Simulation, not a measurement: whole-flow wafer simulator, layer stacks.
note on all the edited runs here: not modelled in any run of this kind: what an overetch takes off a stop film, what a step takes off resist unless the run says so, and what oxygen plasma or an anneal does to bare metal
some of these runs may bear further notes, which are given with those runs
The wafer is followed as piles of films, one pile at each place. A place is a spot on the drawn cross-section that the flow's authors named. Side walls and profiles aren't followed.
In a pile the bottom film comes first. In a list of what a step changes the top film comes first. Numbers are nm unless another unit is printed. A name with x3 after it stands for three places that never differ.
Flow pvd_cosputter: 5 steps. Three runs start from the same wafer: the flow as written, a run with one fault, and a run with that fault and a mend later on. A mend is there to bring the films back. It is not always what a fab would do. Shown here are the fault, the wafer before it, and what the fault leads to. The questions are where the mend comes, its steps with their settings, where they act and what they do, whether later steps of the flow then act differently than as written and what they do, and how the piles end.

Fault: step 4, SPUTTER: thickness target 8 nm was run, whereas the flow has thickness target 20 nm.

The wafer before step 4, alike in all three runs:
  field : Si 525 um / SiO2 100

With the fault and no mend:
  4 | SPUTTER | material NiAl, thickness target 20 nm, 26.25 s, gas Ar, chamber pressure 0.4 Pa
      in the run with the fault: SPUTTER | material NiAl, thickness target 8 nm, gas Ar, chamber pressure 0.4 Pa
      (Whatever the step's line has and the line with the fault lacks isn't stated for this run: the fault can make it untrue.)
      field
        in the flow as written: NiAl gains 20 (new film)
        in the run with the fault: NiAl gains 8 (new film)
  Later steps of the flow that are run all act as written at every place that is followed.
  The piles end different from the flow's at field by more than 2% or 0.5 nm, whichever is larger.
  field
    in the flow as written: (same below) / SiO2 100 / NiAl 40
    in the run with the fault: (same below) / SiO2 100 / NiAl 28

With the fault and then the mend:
  The mend follows step 4.
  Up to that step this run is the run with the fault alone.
  4a | SPUTTER | material NiAl, thickness target 12 nm, gas Ar, chamber pressure 0.4 Pa (the flow's step 4 again, with other settings)
      field
        NiAl gains 12
  Later steps of the flow that are run all act as written at every place that is followed.
  At every place that both follow, the piles at the end match the flow's.
